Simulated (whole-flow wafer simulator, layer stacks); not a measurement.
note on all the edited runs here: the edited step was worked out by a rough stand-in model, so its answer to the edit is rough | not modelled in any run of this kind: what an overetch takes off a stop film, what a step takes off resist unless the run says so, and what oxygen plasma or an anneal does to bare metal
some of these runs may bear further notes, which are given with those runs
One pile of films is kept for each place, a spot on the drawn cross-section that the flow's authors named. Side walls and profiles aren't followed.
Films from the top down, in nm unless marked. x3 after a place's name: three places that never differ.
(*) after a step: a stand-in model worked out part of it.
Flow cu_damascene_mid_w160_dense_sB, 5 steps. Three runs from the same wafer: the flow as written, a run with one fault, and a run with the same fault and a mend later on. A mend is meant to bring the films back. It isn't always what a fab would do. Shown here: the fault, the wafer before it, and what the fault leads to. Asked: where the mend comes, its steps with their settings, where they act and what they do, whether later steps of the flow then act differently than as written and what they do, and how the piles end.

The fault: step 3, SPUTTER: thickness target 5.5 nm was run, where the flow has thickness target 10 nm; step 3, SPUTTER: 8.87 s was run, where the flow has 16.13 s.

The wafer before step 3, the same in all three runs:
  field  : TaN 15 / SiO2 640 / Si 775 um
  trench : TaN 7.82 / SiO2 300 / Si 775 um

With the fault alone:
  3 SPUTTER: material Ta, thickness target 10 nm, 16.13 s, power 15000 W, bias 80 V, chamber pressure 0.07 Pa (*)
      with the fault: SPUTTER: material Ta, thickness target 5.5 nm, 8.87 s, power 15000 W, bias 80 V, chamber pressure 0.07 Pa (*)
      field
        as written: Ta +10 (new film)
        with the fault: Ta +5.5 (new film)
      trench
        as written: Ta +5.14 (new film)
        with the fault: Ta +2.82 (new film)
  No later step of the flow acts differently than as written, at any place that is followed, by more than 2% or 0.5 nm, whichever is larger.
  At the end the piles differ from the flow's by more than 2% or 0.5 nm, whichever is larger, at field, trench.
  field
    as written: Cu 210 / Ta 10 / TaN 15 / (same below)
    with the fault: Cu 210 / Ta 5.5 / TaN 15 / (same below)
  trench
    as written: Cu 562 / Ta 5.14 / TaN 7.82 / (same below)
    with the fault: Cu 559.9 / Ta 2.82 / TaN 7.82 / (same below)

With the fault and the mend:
  The mend comes after step 3.
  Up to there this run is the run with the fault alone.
  3a SPUTTER: material Ta, thickness target 4.5 nm, 7.258 s, power 15000 W, bias 80 V, chamber pressure 0.07 Pa (*) (the flow's step 3 once more, with other settings)
      field
        Ta +4.5
      trench
        Ta +2.28
  No later step of the flow acts differently than as written, at any place that is followed, by more than 2% or 0.5 nm, whichever is larger.
  At the end the piles differ from the flow's only slightly at the places that both follow, by at most 2% or 0.5 nm, whichever is larger.
